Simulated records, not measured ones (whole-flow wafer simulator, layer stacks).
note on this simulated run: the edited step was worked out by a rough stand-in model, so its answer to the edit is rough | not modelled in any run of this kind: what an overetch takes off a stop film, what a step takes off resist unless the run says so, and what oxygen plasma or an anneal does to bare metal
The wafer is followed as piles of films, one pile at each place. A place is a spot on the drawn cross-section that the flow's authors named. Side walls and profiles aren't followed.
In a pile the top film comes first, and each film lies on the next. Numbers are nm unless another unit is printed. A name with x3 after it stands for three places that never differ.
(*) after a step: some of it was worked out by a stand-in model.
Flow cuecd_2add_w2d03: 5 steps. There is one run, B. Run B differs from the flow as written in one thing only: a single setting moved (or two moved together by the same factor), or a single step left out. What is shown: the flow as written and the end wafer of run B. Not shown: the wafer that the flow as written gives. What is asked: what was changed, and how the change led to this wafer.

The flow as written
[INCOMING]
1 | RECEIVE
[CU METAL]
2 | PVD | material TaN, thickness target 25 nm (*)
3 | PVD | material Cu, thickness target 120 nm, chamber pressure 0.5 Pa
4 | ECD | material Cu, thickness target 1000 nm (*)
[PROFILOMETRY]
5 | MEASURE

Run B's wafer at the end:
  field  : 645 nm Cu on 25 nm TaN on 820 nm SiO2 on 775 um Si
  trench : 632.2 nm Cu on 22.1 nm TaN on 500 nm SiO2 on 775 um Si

The reason: step 4, ECD: thickness target 525 nm was run, whereas the flow has thickness target 1000 nm.

The path from the change to this, step by step:
  4 | ECD | material Cu, thickness target 1000 nm (*)
      field, trench: Cu gains 525 (it would be, as written: Cu gains 1000)
